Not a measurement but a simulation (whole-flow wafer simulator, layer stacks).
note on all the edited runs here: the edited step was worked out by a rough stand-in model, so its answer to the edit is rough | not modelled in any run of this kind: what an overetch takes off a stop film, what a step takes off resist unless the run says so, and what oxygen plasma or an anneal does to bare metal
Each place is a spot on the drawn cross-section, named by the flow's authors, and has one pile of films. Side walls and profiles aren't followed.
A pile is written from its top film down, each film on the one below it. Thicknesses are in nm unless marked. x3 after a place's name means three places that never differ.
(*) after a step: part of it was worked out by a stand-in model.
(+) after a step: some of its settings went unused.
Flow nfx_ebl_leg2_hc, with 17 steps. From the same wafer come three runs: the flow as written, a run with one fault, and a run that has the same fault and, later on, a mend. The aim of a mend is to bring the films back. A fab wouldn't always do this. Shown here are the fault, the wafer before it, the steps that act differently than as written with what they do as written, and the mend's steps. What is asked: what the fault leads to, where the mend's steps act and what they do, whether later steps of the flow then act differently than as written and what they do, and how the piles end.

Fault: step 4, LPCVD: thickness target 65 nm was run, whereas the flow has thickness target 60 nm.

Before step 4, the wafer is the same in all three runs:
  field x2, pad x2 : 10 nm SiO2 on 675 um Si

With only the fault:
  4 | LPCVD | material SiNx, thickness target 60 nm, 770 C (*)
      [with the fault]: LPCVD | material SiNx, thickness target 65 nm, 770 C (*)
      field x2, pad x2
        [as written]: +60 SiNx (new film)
        [with the fault]: +65 SiNx (new film)
  Steps further on in the flow that do not act as written:
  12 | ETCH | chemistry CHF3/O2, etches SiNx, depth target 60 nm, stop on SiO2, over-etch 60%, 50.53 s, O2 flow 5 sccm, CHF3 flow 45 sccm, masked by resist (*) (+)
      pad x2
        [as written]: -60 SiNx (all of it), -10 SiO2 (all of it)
        [with the fault]: -65 SiNx (all of it), -10 SiO2 (all of it)
  The piles end different from the flow's at field x2 by more than 2% or 0.5 nm, whichever is larger.
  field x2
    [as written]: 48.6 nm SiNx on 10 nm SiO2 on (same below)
    [with the fault]: 53.6 nm SiNx on 10 nm SiO2 on (same below)

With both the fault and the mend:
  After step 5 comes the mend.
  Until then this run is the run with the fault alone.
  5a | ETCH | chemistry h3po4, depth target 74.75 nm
      field x2, pad x2
        -65 SiNx (all of it)
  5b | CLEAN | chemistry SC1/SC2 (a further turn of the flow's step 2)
      leaves every film unchanged at each place that is followed
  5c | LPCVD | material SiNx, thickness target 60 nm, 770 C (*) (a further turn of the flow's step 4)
      field x2, pad x2
        +60 SiNx (new film)
  Every later step of the flow that is run acts as written at every place that is followed.
  By the end, the piles equal the flow's at every place that both follow.
